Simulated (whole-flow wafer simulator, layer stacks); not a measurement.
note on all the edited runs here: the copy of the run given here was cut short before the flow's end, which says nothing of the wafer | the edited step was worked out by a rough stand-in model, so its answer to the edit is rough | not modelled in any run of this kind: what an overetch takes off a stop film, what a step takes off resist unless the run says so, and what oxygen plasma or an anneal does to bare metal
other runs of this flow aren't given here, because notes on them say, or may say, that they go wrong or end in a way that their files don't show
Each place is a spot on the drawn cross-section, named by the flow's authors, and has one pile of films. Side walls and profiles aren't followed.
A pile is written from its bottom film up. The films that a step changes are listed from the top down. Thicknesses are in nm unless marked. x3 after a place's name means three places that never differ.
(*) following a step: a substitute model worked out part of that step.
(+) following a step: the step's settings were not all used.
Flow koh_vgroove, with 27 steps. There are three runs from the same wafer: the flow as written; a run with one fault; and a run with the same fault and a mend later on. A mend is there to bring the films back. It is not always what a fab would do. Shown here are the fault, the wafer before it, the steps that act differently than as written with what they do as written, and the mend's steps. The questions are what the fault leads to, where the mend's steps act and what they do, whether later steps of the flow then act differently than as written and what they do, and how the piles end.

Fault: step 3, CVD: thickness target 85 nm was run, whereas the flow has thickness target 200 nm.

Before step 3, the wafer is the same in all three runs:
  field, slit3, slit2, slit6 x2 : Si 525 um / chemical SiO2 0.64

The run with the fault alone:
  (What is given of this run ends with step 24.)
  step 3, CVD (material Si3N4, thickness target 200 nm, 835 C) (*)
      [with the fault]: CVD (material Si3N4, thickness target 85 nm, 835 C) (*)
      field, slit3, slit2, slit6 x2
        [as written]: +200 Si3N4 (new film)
        [with the fault]: +85 Si3N4 (new film)
  Later steps of the flow acting differently than as written:
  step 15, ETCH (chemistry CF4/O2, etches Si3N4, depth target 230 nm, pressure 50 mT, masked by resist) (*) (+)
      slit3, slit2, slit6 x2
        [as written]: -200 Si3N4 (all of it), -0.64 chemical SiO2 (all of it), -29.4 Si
        [with the fault]: -85 Si3N4 (all of it), -0.64 chemical SiO2 (all of it), -144.4 Si
  After step 24, at field, the piles differ from the flow's by more than 2% or 0.5 nm, whichever is larger.
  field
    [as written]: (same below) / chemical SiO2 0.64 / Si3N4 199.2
    [with the fault]: (same below) / chemical SiO2 0.64 / Si3N4 84.2

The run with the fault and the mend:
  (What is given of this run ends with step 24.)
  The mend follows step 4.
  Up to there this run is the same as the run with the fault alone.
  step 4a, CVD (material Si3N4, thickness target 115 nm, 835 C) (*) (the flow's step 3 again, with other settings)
      field, slit3, slit2, slit6 x2
        +115 Si3N4
  Every later step of the flow up to step 24 that is run acts as written at every place that is followed.
  Once step 24 is done, the piles equal the flow's at every place that both follow.
